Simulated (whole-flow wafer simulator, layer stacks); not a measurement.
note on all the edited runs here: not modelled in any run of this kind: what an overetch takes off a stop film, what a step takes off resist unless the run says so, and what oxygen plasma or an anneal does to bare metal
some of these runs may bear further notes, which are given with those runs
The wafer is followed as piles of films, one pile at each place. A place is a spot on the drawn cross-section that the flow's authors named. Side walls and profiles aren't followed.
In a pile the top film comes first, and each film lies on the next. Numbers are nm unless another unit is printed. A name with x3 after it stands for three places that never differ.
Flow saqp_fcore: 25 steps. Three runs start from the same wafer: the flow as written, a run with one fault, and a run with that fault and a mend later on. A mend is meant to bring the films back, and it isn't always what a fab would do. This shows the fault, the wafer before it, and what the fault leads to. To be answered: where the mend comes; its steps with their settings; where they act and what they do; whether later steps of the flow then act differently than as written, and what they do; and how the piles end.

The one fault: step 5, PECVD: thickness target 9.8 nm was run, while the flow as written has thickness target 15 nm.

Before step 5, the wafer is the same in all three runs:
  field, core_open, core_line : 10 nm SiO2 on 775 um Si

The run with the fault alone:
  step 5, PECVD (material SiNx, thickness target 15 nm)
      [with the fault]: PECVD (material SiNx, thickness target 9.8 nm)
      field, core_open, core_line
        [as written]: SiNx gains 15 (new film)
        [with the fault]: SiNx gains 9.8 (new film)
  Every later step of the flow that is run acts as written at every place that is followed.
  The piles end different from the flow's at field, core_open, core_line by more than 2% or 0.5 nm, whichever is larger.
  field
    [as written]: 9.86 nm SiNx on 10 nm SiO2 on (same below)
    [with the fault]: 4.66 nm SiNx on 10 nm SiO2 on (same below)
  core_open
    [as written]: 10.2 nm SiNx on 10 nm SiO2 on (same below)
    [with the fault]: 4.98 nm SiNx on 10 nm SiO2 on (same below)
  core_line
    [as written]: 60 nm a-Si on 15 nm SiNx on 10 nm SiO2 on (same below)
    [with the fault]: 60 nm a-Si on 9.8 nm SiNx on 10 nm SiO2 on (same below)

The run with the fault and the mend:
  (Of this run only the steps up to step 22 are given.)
  The mend stands after step 5.
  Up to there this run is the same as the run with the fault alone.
  step 5a, PECVD (material SiNx, thickness target 5.2 nm) (a further turn of the flow's step 5, with different settings)
      field, core_open, core_line
        SiNx gains 5.2
  Every later step of the flow up to step 22 that is run acts as written at every place that is followed.
  The piles after step 22 are the same as the flow's at every place that both follow.
